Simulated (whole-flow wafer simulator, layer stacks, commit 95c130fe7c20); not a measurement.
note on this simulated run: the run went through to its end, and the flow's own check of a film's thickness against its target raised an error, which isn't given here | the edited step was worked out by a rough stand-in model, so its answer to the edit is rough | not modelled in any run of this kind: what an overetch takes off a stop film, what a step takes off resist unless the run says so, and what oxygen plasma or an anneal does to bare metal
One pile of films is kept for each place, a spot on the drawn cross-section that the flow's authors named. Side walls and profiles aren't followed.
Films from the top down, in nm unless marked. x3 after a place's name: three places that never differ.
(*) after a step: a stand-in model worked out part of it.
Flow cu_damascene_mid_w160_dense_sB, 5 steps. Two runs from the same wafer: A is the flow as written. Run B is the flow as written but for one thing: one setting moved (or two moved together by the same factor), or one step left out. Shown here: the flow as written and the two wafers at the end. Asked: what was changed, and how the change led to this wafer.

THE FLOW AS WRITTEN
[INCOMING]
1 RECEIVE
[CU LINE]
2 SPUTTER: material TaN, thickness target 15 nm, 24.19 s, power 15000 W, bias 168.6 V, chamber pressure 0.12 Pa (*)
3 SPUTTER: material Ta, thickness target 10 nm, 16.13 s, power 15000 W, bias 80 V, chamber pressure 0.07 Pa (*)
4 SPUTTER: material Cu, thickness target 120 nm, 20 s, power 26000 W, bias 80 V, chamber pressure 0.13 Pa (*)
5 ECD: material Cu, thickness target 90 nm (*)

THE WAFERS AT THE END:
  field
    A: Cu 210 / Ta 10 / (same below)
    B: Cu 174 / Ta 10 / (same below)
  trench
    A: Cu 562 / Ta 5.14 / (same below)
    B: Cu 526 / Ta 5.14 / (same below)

The cause: step 4, SPUTTER: thickness target 84 nm was run, where the flow has thickness target 120 nm; step 4, SPUTTER: 14 s was run, where the flow has 20 s.

How the change led to this, step by step:
  4 SPUTTER: material Cu, thickness target 120 nm, 20 s, power 26000 W, bias 80 V, chamber pressure 0.13 Pa (*)
      field: A Cu +120 (new film) | B Cu +84 (new film)
      trench: A Cu +62 (new film) | B Cu +43.4 (new film)
  5 ECD: material Cu, thickness target 90 nm (*)
      trench: A Cu +500 | B Cu +482.6
